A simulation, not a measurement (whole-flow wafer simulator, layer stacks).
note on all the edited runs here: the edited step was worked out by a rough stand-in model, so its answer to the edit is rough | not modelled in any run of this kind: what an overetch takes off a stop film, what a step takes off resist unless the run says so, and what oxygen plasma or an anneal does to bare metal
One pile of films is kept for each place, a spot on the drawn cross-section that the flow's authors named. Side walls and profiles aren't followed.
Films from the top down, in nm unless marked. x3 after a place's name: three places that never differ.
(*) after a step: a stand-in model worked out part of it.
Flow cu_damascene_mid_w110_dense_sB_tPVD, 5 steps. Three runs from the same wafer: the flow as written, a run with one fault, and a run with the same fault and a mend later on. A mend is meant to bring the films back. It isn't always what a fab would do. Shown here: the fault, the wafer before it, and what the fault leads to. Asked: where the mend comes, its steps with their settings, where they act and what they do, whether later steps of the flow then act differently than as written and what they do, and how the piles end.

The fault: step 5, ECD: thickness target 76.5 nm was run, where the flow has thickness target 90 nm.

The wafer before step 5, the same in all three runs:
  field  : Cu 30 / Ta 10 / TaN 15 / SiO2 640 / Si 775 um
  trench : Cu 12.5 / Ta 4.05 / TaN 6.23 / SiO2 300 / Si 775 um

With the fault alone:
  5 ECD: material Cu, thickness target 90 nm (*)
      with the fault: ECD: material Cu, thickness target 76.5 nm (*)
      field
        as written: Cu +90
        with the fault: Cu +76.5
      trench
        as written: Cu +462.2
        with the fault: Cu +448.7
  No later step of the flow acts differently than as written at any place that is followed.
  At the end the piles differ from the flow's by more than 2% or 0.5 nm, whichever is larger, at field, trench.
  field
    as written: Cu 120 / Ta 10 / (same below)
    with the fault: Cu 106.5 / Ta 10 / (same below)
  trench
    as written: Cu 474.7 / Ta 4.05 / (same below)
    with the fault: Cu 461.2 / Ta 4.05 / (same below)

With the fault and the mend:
  The mend comes after step 5.
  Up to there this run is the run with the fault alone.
  5a ECD: material Cu, thickness target 13.5 nm (the flow's step 5 once more, with other settings)
      field, trench
        Cu +13.5
  No later step of the flow acts differently than as written at any place that is followed.
  At the end the piles are the same as the flow's at every place that both follow.
